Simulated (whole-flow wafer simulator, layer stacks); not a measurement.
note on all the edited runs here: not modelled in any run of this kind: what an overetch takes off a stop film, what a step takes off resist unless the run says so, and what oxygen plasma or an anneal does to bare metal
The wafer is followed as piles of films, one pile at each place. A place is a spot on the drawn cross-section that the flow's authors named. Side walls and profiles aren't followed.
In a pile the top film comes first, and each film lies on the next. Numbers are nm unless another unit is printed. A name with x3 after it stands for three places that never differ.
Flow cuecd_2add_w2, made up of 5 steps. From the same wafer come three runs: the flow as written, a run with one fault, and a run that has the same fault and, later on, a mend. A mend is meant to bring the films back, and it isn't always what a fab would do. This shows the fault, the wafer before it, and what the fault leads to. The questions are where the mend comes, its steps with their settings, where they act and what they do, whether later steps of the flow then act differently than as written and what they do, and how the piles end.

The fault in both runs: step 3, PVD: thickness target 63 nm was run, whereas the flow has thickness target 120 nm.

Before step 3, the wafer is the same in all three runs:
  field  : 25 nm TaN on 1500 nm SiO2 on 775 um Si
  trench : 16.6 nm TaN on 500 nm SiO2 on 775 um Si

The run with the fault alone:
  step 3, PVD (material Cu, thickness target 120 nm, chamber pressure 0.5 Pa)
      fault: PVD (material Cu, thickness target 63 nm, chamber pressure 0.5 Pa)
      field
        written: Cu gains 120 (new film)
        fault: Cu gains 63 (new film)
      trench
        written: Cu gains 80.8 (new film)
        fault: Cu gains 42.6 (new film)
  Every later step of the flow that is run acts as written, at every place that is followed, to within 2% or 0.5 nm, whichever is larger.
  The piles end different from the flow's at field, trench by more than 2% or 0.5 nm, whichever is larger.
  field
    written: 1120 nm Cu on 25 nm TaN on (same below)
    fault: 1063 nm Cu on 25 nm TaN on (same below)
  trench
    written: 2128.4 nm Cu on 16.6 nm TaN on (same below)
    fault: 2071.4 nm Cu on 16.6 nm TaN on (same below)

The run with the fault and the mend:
  After step 3 comes the mend.
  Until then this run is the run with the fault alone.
  step 3a, PVD (material Cu, thickness target 57 nm, chamber pressure 0.5 Pa) (the flow's step 3 again, with other settings)
      field
        Cu gains 57
      trench
        Cu gains 37.8
  Every later step of the flow that is run acts as written, at every place that is followed, to within 2% or 0.5 nm, whichever is larger.
  The piles end the same as the flow's at every place that both follow.
